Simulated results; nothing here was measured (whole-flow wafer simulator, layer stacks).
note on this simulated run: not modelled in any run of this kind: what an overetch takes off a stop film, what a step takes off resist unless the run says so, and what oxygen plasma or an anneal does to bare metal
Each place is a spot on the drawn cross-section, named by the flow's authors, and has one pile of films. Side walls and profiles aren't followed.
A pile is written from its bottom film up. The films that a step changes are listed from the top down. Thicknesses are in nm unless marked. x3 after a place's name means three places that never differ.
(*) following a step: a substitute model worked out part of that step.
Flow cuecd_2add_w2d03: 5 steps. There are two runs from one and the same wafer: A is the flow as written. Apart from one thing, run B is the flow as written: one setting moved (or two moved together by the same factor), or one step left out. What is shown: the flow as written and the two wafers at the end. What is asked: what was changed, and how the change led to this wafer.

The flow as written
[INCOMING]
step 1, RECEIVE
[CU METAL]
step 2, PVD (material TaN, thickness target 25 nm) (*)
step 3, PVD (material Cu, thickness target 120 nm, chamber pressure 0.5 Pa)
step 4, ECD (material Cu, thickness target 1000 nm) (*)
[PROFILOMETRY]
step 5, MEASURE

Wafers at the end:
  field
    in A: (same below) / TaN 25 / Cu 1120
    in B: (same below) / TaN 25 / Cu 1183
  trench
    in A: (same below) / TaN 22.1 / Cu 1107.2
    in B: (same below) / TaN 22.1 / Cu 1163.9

What caused this: step 3, PVD: thickness target 183 nm was run, whereas the flow has thickness target 120 nm.

The path from the change to this, step by step:
  step 3, PVD (material Cu, thickness target 120 nm, chamber pressure 0.5 Pa)
      field: A Cu gains 120 (new film) | B Cu gains 183 (new film)
      trench: A Cu gains 107.2 (new film) | B Cu gains 163.9 (new film)
